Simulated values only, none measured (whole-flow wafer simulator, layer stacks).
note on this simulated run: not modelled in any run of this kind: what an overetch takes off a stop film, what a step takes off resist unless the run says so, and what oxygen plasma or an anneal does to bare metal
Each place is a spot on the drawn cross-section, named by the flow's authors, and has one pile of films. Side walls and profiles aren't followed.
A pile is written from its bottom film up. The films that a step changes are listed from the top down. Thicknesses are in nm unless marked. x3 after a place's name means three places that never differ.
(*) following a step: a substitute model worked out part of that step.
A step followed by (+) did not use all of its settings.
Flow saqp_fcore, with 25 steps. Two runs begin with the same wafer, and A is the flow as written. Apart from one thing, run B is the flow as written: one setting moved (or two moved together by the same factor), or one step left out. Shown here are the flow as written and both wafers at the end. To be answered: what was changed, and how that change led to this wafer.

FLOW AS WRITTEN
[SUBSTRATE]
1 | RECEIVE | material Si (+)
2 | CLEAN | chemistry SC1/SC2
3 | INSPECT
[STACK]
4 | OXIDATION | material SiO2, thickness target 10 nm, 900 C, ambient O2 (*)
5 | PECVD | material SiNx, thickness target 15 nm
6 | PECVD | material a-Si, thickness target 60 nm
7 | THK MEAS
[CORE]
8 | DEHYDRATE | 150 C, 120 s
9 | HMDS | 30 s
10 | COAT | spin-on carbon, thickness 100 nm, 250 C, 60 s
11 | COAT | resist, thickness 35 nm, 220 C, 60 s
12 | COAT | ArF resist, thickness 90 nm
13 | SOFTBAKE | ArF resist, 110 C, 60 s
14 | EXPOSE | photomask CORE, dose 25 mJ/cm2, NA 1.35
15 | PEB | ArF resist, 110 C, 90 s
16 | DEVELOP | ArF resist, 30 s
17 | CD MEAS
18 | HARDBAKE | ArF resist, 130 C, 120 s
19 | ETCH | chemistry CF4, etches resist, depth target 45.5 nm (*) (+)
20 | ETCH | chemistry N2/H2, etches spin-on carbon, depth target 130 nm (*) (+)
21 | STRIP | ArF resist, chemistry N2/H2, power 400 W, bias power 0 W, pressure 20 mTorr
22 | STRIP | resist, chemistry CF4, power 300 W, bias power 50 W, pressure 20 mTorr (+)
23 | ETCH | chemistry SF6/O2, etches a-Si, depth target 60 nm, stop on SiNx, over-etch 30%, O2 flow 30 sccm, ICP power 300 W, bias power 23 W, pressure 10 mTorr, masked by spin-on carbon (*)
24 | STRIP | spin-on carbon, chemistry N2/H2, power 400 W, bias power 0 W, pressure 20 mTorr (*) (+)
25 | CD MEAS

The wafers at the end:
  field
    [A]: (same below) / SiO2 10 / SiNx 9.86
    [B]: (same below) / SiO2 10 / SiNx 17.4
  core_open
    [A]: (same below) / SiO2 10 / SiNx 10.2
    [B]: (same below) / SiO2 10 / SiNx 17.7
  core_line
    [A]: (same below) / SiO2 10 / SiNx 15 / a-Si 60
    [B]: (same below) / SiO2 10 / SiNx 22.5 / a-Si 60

What caused this: step 5, PECVD: thickness target 22.5 nm was run, whereas the flow has thickness target 15 nm.
One can read it off the wafer: core_line has SiNx 22.5, and step 5 as written asks for 15 nm.

The path from the change to this, step by step:
  5 | PECVD | material SiNx, thickness target 15 nm
      field, core_open, core_line: A +15 SiNx (new film) | B +22.5 SiNx (new film)
